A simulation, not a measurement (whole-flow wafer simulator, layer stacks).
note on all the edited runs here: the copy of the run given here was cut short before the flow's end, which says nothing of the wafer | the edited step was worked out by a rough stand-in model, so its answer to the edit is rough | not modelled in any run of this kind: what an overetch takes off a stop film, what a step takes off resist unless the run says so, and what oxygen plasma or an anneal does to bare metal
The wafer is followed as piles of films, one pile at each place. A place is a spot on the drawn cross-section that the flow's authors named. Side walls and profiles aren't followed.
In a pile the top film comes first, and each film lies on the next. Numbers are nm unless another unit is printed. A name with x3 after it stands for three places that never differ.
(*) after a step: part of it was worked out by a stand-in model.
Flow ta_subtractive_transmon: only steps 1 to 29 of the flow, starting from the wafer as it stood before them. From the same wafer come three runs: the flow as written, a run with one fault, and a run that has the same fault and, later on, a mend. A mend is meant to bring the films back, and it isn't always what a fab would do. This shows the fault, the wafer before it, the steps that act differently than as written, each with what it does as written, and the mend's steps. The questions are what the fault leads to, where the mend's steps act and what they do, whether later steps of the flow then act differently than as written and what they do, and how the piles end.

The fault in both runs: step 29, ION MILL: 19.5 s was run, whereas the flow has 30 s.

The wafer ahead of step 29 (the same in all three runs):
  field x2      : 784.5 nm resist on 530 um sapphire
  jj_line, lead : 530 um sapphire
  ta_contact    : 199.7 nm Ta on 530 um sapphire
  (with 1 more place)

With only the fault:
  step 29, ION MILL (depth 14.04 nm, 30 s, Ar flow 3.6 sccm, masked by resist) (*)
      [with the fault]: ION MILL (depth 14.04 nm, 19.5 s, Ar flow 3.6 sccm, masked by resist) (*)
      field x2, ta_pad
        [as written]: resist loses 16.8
        [with the fault]: resist loses 10.9
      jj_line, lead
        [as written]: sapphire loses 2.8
        [with the fault]: sapphire loses 1.82
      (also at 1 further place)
  Every later step of the flow that is run acts as written at every place that is followed.
  At the end the piles are close to the flow's at the places that both follow, differing by at most 2% or 0.5 nm, whichever is larger.

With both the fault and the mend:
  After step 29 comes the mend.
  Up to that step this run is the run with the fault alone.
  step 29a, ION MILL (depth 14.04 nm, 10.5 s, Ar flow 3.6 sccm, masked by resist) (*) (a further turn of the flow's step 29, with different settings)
      field x2, ta_pad
        resist loses 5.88
      jj_line, lead
        sapphire loses 0.98
      ta_contact
        Ta loses 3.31
  Every later step of the flow that is run acts as written at every place that is followed.
  By the end, the piles equal the flow's at every place that both follow.
